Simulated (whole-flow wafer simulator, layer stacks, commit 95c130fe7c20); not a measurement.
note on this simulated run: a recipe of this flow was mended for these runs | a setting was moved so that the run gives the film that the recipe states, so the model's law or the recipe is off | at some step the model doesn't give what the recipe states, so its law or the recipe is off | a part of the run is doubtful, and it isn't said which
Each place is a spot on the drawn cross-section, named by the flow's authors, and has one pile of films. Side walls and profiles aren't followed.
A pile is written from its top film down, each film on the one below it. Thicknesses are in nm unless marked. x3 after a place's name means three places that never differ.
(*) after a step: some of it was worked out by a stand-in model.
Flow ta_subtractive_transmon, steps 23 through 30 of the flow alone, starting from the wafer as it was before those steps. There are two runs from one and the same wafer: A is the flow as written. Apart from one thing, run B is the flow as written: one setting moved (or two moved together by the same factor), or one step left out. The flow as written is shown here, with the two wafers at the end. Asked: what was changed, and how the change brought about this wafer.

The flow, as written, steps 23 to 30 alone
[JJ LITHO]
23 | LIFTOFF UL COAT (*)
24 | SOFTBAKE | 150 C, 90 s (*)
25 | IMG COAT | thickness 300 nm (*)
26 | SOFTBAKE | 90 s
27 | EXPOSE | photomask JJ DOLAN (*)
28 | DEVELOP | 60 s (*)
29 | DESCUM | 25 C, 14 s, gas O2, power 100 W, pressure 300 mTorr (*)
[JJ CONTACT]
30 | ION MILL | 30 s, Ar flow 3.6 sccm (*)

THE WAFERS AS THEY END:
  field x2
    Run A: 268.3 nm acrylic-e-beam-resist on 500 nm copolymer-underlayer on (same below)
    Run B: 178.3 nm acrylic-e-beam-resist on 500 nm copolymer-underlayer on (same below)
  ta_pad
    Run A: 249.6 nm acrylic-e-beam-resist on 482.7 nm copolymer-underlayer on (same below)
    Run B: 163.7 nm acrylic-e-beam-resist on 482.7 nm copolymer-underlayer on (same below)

The reason: step 25, IMG COAT: thickness 210 nm was run, though the flow has thickness 300 nm.

How this came from the change, step by step:
  25 | IMG COAT | thickness 300 nm (*)
      field x2, jj_line: A +300 acrylic-e-beam-resist (new film) | B +210 acrylic-e-beam-resist (new film)
      lead: A +312.5 acrylic-e-beam-resist (new film) | B +219.9 acrylic-e-beam-resist (new film)
      (and at 2 other places as well)
  28 | DEVELOP | 60 s (*)
      jj_line: A -300 acrylic-e-beam-resist (all of it), -500 copolymer-underlayer (all of it) | B -210 acrylic-e-beam-resist (all of it), -500 copolymer-underlayer (all of it)
      lead: A -312.5 acrylic-e-beam-resist (all of it), -554.7 copolymer-underlayer (all of it) | B -219.9 acrylic-e-beam-resist (all of it), -554.7 copolymer-underlayer (all of it)
      (and at 1 other place as well)
